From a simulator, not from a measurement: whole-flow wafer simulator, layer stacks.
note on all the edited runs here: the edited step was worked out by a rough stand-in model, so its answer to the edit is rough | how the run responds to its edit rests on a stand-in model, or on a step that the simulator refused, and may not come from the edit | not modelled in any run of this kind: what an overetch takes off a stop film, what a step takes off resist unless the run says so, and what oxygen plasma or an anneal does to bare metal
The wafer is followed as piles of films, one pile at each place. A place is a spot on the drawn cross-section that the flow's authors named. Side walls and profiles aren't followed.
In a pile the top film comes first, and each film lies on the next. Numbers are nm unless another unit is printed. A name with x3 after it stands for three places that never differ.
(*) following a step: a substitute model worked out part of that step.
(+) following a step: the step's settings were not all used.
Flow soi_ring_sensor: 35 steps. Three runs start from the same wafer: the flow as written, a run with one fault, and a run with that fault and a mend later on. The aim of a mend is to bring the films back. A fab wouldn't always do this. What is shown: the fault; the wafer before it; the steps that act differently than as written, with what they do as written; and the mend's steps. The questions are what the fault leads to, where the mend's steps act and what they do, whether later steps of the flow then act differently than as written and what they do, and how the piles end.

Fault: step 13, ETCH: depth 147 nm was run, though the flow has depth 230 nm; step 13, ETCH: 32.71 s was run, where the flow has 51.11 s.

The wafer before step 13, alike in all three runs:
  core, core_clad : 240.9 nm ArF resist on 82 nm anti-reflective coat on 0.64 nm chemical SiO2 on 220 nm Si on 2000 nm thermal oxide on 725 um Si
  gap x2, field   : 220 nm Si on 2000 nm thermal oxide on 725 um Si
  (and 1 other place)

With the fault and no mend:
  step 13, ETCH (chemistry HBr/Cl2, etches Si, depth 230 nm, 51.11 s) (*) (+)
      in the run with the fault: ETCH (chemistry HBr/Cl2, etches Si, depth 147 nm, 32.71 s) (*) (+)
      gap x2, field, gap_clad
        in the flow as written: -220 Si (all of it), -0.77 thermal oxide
        in the run with the fault: -147 Si
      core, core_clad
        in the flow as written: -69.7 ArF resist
        in the run with the fault: -44.6 ArF resist
  Later steps of the flow acting differently than as written (1 more step, not shown, differs only slightly: by at most 2% or 0.5 nm, whichever is larger):
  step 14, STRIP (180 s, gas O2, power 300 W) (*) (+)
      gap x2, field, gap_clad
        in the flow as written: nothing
        in the run with the fault: +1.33 chemical SiO2 (new film), -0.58 Si
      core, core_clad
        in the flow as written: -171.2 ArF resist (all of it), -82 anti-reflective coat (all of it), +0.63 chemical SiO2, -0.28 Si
        in the run with the fault: -196.3 ArF resist (all of it), -82 anti-reflective coat (all of it), +0.62 chemical SiO2, -0.27 Si
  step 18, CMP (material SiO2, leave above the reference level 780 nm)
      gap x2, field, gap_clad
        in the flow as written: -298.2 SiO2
        in the run with the fault: -372.8 SiO2
  By the end, the piles at field depart from the flow's by more than 2% or 0.5 nm, whichever is larger.
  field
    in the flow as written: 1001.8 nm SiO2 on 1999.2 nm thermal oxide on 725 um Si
    in the run with the fault: 927.2 nm SiO2 on 1.33 nm chemical SiO2 on 72.4 nm Si on 2000 nm thermal oxide on 725 um Si

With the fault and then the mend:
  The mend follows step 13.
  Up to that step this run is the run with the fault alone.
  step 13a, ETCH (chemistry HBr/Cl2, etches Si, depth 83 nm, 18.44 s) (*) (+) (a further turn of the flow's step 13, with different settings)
      gap x2, field, gap_clad
        -73 Si (all of it), -0.77 thermal oxide
      core, core_clad
        -25.2 ArF resist
  Every later step of the flow that is run acts as written, at every place that is followed, to within 2% or 0.5 nm, whichever is larger.
  At every place that both follow, the piles at the end match the flow's.
